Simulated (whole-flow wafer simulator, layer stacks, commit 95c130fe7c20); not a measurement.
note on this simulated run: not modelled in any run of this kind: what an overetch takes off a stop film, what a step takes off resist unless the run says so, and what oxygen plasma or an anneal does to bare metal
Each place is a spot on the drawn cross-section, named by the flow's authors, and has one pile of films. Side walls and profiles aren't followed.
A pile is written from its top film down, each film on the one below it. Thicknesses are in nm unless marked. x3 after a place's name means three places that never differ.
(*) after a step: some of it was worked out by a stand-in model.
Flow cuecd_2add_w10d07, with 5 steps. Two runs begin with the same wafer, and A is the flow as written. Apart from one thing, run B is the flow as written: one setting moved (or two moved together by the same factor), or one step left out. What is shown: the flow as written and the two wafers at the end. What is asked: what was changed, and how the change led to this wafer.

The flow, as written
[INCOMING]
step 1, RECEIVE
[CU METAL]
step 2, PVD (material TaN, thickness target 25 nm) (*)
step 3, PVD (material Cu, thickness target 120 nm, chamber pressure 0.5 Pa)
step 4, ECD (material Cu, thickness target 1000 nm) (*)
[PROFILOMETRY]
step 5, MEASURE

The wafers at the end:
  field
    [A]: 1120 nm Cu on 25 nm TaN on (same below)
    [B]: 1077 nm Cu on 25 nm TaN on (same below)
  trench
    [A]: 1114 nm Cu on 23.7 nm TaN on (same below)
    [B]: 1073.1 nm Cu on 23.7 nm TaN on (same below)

What caused this: step 3, PVD: thickness target 77 nm was run, while the flow as written has thickness target 120 nm.

The path from the change to this, step by step:
  step 3, PVD (material Cu, thickness target 120 nm, chamber pressure 0.5 Pa)
      field: A +120 Cu (new film) | B +77 Cu (new film)
      trench: A +114 Cu (new film) | B +73.1 Cu (new film)
